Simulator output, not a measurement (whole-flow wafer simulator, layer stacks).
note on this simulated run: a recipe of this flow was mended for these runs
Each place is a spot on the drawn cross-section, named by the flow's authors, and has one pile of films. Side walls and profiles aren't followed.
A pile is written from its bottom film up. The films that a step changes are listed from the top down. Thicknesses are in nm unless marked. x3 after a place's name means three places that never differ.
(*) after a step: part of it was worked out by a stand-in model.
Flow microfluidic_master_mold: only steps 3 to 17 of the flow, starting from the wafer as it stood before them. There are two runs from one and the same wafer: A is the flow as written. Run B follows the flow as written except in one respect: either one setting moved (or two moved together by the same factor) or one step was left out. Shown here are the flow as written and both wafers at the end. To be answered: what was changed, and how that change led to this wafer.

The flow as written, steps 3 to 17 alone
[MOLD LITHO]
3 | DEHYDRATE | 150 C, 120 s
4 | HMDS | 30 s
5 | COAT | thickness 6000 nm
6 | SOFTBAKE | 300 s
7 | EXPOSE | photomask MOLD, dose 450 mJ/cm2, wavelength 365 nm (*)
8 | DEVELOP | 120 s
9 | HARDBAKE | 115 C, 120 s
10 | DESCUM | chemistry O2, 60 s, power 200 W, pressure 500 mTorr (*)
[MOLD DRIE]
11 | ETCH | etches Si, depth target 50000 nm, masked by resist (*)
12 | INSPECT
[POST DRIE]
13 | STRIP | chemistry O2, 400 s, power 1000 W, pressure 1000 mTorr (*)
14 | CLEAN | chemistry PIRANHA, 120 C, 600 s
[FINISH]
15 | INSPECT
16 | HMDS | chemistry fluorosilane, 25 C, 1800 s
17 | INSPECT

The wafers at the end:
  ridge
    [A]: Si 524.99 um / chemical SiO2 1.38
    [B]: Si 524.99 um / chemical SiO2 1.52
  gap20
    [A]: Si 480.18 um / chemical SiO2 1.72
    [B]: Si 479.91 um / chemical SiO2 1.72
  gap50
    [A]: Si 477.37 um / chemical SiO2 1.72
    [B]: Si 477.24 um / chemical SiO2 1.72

The reason: step 5, COAT: thickness 4200 nm was run, while the flow as written has thickness 6000 nm.

The path from the change to this, step by step:
  5 | COAT | thickness 6000 nm
      ridge, gap20, gap50, gap200 x2: A thick-i-line-resist gains 6000 (new film) | B thick-i-line-resist gains 4200 (new film)
  8 | DEVELOP | 120 s
      gap20, gap50, gap200 x2: A thick-i-line-resist loses 6000 (all of it) | B thick-i-line-resist loses 4200 (all of it)
  9 | HARDBAKE | 115 C, 120 s
      ridge: A thick-i-line-resist loses 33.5 | B thick-i-line-resist loses 20.2
  11 | ETCH | etches Si, depth target 50000 nm, masked by resist (*)
      gap20: A chemical SiO2 loses 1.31 (all of it), Si loses 44.81 um | B chemical SiO2 loses 1.31 (all of it), Si loses 45.08 um
      gap50: A chemical SiO2 loses 1.31 (all of it), Si loses 47.62 um | B chemical SiO2 loses 1.31 (all of it), Si loses 47.75 um
  13 | STRIP | chemistry O2, 400 s, power 1000 W, pressure 1000 mTorr (*)
      ridge: A thick-i-line-resist loses 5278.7 (all of it), chemical SiO2 gains 0.78, Si loses 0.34 | B thick-i-line-resist loses 3492.1 (all of it), chemical SiO2 gains 0.92, Si loses 0.41
